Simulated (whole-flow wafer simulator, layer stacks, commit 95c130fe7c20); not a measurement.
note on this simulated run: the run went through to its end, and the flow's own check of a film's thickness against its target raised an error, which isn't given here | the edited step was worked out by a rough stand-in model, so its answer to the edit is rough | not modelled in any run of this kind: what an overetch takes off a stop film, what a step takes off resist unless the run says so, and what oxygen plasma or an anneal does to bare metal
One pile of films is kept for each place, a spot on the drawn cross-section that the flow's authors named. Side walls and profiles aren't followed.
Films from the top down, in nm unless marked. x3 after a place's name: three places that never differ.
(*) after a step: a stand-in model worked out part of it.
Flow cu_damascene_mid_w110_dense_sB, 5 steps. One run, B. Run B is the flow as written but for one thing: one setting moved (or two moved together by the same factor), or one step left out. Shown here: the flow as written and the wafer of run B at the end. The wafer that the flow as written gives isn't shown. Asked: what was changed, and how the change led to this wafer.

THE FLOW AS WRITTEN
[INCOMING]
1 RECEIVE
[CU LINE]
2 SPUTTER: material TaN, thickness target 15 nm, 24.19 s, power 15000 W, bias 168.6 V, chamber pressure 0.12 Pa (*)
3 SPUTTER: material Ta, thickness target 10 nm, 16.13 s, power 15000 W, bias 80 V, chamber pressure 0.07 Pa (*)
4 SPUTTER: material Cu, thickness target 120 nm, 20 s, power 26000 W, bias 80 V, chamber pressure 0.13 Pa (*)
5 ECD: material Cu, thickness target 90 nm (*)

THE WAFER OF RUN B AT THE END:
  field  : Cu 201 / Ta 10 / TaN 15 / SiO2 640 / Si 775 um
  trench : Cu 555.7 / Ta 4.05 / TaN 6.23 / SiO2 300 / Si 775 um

The cause: step 5, ECD: thickness target 81 nm was run, where the flow has thickness target 90 nm.

How the change led to this, step by step:
  5 ECD: material Cu, thickness target 90 nm (*)
      field: Cu +81 (as written it would be: Cu +90)
